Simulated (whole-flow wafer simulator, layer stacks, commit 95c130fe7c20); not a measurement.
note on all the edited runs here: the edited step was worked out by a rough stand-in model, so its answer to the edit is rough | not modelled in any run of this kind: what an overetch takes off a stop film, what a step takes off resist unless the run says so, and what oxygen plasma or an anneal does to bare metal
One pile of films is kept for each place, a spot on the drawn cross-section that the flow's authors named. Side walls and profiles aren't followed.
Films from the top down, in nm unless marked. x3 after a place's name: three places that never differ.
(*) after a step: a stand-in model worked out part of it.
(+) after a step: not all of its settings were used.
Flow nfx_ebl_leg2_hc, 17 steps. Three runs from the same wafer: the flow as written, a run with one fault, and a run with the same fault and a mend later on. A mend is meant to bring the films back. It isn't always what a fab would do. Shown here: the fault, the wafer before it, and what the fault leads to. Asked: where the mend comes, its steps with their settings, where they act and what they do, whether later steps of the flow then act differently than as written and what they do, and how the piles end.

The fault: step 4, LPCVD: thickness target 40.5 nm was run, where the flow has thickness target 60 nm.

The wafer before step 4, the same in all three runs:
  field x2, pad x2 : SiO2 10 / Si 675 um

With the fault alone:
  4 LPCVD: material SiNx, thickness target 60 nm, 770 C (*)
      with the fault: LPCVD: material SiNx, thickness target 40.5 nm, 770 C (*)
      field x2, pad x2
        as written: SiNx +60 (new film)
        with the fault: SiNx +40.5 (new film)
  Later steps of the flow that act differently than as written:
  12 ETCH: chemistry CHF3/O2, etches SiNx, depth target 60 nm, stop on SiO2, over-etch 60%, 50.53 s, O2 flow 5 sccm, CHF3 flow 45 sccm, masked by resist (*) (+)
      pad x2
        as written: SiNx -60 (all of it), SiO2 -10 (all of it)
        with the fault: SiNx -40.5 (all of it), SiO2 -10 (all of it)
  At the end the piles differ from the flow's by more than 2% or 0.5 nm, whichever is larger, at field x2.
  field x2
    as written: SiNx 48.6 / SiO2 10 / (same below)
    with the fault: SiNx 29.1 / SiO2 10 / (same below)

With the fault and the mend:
  The mend comes after step 5.
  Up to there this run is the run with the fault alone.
  5a LPCVD: material SiNx, thickness target 19.5 nm, 770 C (*) (the flow's step 4 once more, with other settings)
      field x2, pad x2
        SiNx +19.5
  No later step of the flow acts differently than as written at any place that is followed.
  At the end the piles are the same as the flow's at every place that both follow.
